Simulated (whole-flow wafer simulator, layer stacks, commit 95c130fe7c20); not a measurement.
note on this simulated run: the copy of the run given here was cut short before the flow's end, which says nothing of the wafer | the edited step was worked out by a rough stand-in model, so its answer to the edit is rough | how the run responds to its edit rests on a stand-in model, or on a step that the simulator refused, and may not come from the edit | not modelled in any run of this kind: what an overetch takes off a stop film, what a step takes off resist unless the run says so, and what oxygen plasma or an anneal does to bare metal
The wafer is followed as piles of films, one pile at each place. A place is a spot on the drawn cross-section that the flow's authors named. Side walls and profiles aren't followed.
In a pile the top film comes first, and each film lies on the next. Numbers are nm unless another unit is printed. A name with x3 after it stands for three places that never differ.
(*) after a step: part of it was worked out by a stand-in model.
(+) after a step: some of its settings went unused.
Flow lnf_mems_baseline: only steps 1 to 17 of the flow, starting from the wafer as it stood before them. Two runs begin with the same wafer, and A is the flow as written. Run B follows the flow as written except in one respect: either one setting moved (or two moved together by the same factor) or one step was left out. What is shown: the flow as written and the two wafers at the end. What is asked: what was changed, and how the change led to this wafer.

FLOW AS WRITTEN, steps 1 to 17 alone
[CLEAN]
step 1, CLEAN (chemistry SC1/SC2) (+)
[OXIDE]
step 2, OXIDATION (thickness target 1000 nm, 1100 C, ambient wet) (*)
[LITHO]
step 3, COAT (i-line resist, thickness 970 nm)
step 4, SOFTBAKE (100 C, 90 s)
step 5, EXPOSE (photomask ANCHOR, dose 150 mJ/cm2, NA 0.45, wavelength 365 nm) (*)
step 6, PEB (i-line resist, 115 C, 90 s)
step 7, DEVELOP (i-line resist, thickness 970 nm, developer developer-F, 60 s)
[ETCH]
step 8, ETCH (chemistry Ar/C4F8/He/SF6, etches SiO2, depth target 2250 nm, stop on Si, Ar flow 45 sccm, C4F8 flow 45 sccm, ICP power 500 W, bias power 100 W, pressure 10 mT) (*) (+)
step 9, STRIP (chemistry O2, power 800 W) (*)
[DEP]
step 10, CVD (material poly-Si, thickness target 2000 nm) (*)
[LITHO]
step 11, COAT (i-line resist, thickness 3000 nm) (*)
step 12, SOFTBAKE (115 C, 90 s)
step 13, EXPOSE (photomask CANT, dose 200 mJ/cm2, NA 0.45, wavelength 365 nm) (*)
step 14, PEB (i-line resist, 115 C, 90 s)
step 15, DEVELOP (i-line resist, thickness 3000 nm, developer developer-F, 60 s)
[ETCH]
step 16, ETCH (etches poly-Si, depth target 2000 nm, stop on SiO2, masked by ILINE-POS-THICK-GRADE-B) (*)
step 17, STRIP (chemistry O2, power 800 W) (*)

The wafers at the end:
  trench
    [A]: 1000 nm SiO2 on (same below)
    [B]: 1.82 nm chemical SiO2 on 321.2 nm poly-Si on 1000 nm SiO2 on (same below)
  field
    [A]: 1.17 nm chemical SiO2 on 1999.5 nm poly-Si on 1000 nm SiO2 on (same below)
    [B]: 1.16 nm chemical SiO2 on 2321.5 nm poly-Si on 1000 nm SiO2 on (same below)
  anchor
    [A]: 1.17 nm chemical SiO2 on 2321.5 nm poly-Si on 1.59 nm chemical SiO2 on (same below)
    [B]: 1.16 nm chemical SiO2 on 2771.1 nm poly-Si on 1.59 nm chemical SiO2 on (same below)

What caused this: step 10, CVD: thickness target 2322 nm was run, though the flow has thickness target 2000 nm.

How this came from the change, step by step:
  step 10, CVD (material poly-Si, thickness target 2000 nm) (*)
      field, beam, trench, char_slit: A poly-Si gains 2000 (new film) | B poly-Si gains 2322 (new film)
      anchor: A poly-Si gains 2322 (new film) | B poly-Si gains 2771.6 (new film)
  step 11, COAT (i-line resist, thickness 3000 nm) (*)
      anchor: A i-line resist gains 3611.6 (new film) | B i-line resist gains 3490.7 (new film)
  step 12, SOFTBAKE (115 C, 90 s)
      field: A i-line resist loses 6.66 | B i-line resist loses 6.04
      anchor: A i-line resist gains 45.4 | B i-line resist gains 40.6
      (as well as at 2 more places)
  step 14, PEB (i-line resist, 115 C, 90 s)
      anchor: A i-line resist loses 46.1 | B i-line resist loses 43.9
  step 16, ETCH (etches poly-Si, depth target 2000 nm, stop on SiO2, masked by ILINE-POS-THICK-GRADE-B) (*)
      trench, char_slit: A poly-Si loses 2000 (all of it) | B poly-Si loses 2000
  step 17, STRIP (chemistry O2, power 800 W) (*)
      trench, char_slit: A nothing | B chemical SiO2 gains 1.82 (new film), poly-Si loses 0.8
      anchor: A chemical SiO2 gains 1.17 (new film), i-line resist loses 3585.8 (all of it), poly-Si loses 0.52 | B chemical SiO2 gains 1.16 (new film), i-line resist loses 3462.3 (all of it), poly-Si loses 0.51
